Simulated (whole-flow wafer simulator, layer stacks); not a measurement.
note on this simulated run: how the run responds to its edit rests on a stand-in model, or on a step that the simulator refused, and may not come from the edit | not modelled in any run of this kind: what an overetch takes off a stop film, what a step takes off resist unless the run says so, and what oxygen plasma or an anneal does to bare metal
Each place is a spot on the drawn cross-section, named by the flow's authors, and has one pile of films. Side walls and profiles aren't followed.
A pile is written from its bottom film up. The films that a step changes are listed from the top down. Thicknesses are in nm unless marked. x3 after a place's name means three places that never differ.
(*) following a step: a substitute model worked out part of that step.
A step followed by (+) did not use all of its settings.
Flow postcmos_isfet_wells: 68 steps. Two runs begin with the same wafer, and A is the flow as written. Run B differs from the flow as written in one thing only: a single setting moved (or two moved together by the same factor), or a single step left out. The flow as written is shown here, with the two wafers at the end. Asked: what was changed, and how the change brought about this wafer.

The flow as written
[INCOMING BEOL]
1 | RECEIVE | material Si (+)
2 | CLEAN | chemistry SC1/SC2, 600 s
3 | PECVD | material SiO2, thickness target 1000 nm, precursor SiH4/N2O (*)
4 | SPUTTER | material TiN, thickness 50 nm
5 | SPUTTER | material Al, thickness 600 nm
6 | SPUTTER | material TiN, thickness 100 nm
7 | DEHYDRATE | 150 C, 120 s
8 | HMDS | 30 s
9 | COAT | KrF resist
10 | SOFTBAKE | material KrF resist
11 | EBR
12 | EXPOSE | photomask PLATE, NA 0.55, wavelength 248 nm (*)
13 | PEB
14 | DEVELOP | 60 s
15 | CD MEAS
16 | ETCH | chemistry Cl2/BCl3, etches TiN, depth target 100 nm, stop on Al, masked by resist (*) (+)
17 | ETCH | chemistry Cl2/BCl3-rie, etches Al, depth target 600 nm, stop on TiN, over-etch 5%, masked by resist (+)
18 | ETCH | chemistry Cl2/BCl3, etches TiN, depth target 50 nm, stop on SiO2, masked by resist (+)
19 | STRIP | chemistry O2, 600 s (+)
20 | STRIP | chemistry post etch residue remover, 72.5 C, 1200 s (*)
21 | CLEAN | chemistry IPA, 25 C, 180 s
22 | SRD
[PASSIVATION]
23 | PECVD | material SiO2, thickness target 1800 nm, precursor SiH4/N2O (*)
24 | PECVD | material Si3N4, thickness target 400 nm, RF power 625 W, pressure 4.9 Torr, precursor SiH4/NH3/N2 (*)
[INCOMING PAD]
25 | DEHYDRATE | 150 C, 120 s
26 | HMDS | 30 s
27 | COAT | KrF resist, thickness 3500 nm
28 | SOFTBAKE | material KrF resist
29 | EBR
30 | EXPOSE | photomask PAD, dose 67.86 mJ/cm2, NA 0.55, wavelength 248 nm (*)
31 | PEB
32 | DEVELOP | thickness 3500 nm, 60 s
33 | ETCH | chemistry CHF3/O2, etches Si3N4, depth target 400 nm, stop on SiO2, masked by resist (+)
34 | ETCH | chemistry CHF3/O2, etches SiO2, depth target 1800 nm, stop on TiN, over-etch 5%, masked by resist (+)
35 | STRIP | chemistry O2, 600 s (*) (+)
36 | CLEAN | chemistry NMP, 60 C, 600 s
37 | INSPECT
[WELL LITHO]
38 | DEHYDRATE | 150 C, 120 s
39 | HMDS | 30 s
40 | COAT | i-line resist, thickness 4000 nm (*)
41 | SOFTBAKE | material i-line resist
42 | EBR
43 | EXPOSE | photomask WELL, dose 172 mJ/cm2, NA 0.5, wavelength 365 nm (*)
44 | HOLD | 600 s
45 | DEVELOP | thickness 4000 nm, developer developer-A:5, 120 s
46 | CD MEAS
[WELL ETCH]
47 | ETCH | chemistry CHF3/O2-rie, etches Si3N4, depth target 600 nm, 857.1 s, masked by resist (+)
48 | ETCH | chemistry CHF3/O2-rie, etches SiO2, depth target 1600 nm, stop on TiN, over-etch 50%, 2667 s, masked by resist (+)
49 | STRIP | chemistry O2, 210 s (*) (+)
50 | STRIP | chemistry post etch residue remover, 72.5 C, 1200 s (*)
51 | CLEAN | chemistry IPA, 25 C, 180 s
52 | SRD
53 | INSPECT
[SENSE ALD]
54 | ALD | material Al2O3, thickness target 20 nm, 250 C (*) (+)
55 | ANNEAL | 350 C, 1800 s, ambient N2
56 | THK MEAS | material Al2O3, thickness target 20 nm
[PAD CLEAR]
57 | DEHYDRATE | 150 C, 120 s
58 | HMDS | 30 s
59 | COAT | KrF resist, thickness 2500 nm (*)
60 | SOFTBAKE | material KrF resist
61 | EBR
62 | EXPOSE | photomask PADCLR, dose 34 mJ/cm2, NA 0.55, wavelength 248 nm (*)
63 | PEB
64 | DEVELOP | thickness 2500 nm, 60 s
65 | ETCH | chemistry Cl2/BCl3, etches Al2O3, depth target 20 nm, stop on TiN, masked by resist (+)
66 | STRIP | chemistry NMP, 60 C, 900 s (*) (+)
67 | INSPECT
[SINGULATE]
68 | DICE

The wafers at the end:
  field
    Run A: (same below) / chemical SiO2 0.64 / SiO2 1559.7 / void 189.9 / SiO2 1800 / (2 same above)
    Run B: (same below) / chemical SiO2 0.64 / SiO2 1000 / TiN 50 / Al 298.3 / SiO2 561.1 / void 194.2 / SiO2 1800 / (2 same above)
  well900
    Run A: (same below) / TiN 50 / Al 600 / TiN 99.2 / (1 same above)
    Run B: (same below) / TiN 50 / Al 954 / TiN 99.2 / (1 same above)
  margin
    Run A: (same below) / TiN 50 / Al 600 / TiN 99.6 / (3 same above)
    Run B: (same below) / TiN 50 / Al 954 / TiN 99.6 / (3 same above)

What caused this: step 5, SPUTTER: thickness 954 nm was run, though the flow has thickness 600 nm.
One can read it off the wafer: well900 has Al 954, and step 5 as written asks for 600 nm.

The path from the change to this, step by step:
  5 | SPUTTER | material Al, thickness 600 nm
      field, margin, well900, well1300 x3, pad_rim, pad_clr, pad_open: A +600 Al (new film) | B +954 Al (new film)
  17 | ETCH | chemistry Cl2/BCl3-rie, etches Al, depth target 600 nm, stop on TiN, over-etch 5%, masked by resist (+)
      field: A -600 Al (all of it) | B -600 Al
  18 | ETCH | chemistry Cl2/BCl3, etches TiN, depth target 50 nm, stop on SiO2, masked by resist (+)
      field: A -50 TiN (all of it) | B -50 Al
  20 | STRIP | chemistry post etch residue remover, 72.5 C, 1200 s (*)
      field: A nothing | B -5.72 Al
  23 | PECVD | material SiO2, thickness target 1800 nm, precursor SiH4/N2O (*)
      field: A +1800 SiO2 (new film), +189.9 void (new film), +559.7 SiO2 | B +1800 SiO2 (new film), +194.2 void (new film), +561.1 SiO2 (new film)
If metal films that touch count as one body, field has 1 body; the flow as written gives 0 bodies.
